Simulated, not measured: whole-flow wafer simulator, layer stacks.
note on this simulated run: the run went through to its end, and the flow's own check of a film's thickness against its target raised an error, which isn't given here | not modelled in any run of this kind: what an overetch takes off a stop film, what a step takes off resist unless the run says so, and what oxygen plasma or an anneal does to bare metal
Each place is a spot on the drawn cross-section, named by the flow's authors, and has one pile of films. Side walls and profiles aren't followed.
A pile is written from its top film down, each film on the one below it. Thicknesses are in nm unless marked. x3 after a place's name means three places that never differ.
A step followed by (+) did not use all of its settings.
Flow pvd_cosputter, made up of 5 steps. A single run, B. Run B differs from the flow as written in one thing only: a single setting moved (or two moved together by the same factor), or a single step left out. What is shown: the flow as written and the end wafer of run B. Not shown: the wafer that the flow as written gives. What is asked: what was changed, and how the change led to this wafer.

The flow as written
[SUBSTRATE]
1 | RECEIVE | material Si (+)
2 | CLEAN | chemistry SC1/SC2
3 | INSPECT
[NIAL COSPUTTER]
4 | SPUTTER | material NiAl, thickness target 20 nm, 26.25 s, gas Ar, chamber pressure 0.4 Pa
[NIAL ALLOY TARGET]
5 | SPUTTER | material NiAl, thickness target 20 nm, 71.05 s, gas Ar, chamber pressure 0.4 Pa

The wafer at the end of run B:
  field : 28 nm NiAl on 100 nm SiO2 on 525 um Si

The reason: step 4, SPUTTER: thickness target 8 nm was run, though the flow has thickness target 20 nm.

How this came from the change, step by step:
  4 | SPUTTER | material NiAl, thickness target 20 nm, 26.25 s, gas Ar, chamber pressure 0.4 Pa
      field: +8 NiAl (new film) (as written it would have been: +20 NiAl (new film))
